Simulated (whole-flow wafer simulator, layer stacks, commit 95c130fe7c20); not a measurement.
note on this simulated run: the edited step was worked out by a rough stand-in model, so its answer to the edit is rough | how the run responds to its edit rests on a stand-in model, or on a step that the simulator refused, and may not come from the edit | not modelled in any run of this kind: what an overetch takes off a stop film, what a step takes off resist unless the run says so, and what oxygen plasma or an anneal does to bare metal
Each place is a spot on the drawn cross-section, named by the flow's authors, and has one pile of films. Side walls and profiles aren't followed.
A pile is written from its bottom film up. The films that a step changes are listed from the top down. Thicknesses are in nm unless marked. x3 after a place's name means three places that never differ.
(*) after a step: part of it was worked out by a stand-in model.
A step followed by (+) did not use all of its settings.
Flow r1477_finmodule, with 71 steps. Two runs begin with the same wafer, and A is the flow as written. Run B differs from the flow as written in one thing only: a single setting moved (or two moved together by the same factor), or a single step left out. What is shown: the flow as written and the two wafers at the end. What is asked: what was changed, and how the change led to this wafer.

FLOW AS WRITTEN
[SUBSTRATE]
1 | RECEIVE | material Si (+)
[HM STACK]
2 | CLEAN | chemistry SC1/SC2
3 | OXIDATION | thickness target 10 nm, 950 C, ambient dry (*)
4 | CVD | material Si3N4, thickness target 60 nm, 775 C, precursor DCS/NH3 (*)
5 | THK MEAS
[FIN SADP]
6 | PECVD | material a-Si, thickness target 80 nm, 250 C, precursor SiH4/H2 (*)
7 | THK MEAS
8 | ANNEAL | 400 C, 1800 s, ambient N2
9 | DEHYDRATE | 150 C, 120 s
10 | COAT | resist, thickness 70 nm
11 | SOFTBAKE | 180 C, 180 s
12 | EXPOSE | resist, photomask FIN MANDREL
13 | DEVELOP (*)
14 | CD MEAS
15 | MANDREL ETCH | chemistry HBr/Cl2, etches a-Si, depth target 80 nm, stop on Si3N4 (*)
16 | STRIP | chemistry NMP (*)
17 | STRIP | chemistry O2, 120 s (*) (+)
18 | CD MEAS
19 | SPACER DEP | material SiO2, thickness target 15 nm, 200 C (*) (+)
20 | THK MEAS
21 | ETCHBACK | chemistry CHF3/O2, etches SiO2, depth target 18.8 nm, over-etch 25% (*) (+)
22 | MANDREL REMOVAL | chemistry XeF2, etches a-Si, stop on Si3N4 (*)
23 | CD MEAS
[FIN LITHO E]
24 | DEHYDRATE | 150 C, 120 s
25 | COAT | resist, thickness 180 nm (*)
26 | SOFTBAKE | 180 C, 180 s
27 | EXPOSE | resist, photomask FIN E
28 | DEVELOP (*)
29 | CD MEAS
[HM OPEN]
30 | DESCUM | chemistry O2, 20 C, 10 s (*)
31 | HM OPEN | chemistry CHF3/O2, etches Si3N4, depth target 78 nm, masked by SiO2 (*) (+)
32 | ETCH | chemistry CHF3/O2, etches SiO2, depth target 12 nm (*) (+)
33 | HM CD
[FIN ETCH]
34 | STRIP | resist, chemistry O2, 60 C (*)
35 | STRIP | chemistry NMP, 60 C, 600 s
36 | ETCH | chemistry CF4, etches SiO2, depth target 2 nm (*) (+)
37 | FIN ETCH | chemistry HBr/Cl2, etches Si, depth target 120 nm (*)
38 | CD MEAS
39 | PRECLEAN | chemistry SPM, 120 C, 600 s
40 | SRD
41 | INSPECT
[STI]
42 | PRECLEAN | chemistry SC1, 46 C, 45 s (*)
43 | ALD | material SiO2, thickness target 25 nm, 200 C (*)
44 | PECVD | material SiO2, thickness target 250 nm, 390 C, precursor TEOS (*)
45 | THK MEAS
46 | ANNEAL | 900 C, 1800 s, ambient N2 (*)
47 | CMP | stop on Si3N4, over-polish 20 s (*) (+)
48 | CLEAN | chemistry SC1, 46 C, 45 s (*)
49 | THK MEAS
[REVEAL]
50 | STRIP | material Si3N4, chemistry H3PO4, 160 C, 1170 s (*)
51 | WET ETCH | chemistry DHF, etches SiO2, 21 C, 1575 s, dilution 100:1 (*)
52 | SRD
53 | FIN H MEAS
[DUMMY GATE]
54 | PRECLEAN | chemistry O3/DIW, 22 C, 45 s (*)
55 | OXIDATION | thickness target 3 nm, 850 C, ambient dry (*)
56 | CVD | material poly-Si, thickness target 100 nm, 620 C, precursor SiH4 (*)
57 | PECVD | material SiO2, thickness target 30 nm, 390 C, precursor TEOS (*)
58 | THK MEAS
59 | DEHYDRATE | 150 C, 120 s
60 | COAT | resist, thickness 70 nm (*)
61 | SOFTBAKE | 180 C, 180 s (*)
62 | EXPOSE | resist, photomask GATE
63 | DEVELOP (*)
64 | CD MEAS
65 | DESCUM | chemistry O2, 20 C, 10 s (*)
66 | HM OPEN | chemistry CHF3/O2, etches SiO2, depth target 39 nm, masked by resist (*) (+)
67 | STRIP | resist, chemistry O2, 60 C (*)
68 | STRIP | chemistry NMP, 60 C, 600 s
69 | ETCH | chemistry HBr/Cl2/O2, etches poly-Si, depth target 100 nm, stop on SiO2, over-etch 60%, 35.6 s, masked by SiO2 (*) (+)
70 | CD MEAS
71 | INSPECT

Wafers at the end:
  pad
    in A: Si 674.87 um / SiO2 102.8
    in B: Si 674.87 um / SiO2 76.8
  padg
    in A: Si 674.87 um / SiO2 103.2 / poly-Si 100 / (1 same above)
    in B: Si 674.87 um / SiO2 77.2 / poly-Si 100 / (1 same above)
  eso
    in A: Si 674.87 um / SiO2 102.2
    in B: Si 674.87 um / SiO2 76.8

What caused this: step 44, PECVD: thickness target 147.5 nm was run, though the flow has thickness target 250 nm.

The path from the change to this, step by step:
  44 | PECVD | material SiO2, thickness target 250 nm, 390 C, precursor TEOS (*)
      pad, padg, elg and 33 more: A SiO2 gains 250 | B SiO2 gains 147.5
  46 | ANNEAL | 900 C, 1800 s, ambient N2 (*)
      pad, padg, elg and 33 more: A SiO2 loses 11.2 | B SiO2 loses 6.64
  47 | CMP | stop on Si3N4, over-polish 20 s (*) (+)
      pad, padg, e40sg and 11 more: A SiO2 loses 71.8 | B nothing
      eso: A SiO2 loses 72.4 | B nothing
      (also at 21 further places)
  60 | COAT | resist, thickness 70 nm (*)
      s40sg, s45sg, s40so, s45so: A resist gains 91 (new film) | B resist gains 116 (new film)
      e40sg, e40so: A resist gains 129.5 (new film) | B resist gains 154.3 (new film)
      (also at 7 further places)
  63 | DEVELOP (*)
      s40so, s45so: A resist loses 91 (all of it) | B resist loses 116 (all of it)
      eso: A resist loses 129.5 (all of it) | B resist loses 153.7 (all of it)
      (also at 4 further places)
  67 | STRIP | resist, chemistry O2, 60 C (*)
      e40lg, e100lg, e200lg: A resist loses 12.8 (all of it) | B resist loses 11.5 (all of it)
      s40sg, s45sg: A resist loses 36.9 (all of it) | B resist loses 61.9 (all of it)
      (also at 10 further places)
